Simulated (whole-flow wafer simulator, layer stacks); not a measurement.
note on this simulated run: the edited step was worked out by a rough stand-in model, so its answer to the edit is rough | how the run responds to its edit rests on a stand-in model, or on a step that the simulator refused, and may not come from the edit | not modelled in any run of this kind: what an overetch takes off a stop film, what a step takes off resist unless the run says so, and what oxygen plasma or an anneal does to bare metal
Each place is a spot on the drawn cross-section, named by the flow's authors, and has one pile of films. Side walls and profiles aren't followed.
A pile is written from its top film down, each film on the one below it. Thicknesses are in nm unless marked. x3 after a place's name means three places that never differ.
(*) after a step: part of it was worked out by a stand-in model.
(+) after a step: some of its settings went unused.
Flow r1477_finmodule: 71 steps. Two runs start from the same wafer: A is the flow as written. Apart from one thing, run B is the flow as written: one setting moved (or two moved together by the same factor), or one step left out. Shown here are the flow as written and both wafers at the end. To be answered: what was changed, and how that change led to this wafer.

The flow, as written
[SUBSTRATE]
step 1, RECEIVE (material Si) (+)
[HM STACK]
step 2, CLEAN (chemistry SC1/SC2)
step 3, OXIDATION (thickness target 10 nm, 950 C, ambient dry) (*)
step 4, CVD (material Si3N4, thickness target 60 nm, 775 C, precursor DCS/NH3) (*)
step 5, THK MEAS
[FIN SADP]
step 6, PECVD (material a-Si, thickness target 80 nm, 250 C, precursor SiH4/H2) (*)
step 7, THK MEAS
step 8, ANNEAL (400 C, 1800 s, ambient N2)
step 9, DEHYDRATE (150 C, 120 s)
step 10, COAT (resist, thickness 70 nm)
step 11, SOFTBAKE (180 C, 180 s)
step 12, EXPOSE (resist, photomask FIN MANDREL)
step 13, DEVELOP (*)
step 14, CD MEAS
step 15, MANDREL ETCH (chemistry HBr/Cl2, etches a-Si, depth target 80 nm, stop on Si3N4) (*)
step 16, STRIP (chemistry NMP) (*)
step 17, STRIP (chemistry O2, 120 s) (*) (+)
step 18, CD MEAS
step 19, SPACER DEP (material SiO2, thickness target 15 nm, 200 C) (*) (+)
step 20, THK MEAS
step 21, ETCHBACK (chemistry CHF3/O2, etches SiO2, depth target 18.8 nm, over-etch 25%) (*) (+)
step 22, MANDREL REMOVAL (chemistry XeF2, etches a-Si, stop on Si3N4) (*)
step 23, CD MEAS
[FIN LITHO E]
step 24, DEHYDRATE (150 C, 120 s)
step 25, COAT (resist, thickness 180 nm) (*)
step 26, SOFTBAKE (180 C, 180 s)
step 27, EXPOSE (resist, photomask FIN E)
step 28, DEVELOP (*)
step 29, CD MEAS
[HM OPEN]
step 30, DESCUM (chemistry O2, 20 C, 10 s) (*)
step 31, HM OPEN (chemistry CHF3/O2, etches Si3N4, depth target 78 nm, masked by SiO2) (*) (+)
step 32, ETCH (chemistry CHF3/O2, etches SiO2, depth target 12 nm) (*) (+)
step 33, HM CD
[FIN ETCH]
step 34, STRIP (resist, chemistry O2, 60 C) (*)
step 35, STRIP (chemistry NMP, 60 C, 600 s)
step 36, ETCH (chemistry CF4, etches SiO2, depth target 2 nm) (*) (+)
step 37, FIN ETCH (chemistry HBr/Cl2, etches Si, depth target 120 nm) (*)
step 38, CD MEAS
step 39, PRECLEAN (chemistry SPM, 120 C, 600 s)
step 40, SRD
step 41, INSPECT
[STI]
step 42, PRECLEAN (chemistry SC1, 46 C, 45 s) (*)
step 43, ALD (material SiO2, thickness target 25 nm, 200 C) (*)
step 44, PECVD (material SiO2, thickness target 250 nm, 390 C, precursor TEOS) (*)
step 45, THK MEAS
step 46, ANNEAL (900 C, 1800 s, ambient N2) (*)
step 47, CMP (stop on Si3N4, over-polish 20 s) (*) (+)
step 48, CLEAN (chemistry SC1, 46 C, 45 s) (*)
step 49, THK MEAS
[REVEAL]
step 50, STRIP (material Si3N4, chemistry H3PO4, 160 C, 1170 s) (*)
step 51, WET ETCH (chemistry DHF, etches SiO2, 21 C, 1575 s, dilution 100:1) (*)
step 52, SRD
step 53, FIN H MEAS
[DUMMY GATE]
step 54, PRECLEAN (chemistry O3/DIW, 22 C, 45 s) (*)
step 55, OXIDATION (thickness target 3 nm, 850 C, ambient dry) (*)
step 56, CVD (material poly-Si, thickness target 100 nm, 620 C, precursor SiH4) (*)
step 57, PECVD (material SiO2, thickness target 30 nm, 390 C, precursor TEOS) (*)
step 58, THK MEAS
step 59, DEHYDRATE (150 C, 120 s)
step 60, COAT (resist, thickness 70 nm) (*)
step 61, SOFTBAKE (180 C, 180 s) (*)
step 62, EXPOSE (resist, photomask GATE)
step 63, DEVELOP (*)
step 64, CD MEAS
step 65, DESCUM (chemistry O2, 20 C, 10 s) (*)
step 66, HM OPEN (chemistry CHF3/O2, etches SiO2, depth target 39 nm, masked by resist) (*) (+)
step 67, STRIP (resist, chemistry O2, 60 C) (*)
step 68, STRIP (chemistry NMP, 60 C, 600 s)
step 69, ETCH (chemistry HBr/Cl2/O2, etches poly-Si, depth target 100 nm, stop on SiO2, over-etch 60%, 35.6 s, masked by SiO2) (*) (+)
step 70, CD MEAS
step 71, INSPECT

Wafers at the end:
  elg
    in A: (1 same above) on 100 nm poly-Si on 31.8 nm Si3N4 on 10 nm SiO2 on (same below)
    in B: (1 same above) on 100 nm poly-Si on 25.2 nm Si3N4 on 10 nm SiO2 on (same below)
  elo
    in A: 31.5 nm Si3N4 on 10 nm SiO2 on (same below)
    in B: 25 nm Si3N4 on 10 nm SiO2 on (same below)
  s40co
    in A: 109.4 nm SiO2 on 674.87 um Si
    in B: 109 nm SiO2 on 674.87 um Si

Cause: step 21, ETCHBACK: depth target 26.3 nm was run, whereas the flow has depth target 18.8 nm.

Step by step, how the change led to this:
  step 21, ETCHBACK (chemistry CHF3/O2, etches SiO2, depth target 18.8 nm, over-etch 25%) (*) (+)
      pad, padg, elg and 21 more: A -15 SiO2 (all of it), -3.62 Si3N4 | B -15 SiO2 (all of it), -10.8 Si3N4
      s40cg, s45cg, s50cg, s40co, s45co, s50co: A -15.4 SiO2 (all of it), -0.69 a-Si | B -15.4 SiO2 (all of it), -2.19 a-Si
      (also at 6 further places)
  step 25, COAT (resist, thickness 180 nm) (*)
      s40cg, s40co: A +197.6 resist (new film) | B +192.7 resist (new film)
      s40sg_line, s40so_line: A +121.2 resist (new film) | B +123.8 resist (new film)
      (also at 8 further places)
  step 28, DEVELOP (*)
      s40cg, s40co: A -197.6 resist (all of it) | B -192.7 resist (all of it)
      s40sg_line, s40so_line: A -121.2 resist (all of it) | B -123.8 resist (all of it)
      (also at 8 further places)
  step 31, HM OPEN (chemistry CHF3/O2, etches Si3N4, depth target 78 nm, masked by SiO2) (*) (+)
      pad, padg, esg and 13 more: A -56.4 Si3N4 (all of it), -10 SiO2 (all of it) | B -49.2 Si3N4 (all of it), -10 SiO2 (all of it)
      elg, e40lg, e100lg, e200lg, elo, e40lo, e100lo, e200lo: A -78 resist | B -73.9 resist
      (also at 12 further places)
  step 32, ETCH (chemistry CHF3/O2, etches SiO2, depth target 12 nm) (*) (+)
      s40cg, s45cg, s50cg, s40co, s45co, s50co: A -1 SiO2 (all of it), -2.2 Si | B -3.07 SiO2 (all of it), -1.79 Si
  step 34, STRIP (resist, chemistry O2, 60 C) (*)
      elg, e40lg, e100lg, e200lg, elo, e40lo, e100lo, e200lo: A -73.8 resist (all of it) | B -77.9 resist (all of it)
  step 43, ALD (material SiO2, thickness target 25 nm, 200 C) (*)
      s40cg, s45cg, s50cg, s40co, s45co, s50co: A +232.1 SiO2 (new film) | B +226.2 SiO2 (new film)
      esg: A +194.3 SiO2 (new film) | B +187.1 SiO2 (new film)
  step 47, CMP (stop on Si3N4, over-polish 20 s) (*) (+)
      elg, esg, e40lg and 6 more: A -241.6 SiO2 | B -234.5 SiO2
  step 51, WET ETCH (chemistry DHF, etches SiO2, 21 C, 1575 s, dilution 100:1) (*)
      elg, e40lg, e100lg, e200lg, elo, e40lo, e100lo, e200lo: A -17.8 SiO2 (all of it), -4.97 Si3N4 | B -25 SiO2 (all of it), -4.39 Si3N4
  step 56, CVD (material poly-Si, thickness target 100 nm, 620 C, precursor SiH4) (*)
      esg: A +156 poly-Si (new film) | B +149.5 poly-Si (new film)
  step 60, COAT (resist, thickness 70 nm) (*)
      e40sg, eso, e40so: A +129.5 resist (new film) | B +123.2 resist (new film)
      e100sg, e100so: A +129.4 resist (new film) | B +123.2 resist (new film)
      (also at 2 further places)
  step 63, DEVELOP (*)
      eso, e40so: A -129.5 resist (all of it) | B -123.2 resist (all of it)
      e100so: A -129.4 resist (all of it) | B -123.2 resist (all of it)
      (also at 1 further place)
  step 67, STRIP (resist, chemistry O2, 60 C) (*)
      e40sg: A -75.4 resist (all of it) | B -69.1 resist (all of it)
      e100sg: A -75.3 resist (all of it) | B -69.1 resist (all of it)
      (also at 1 further place)
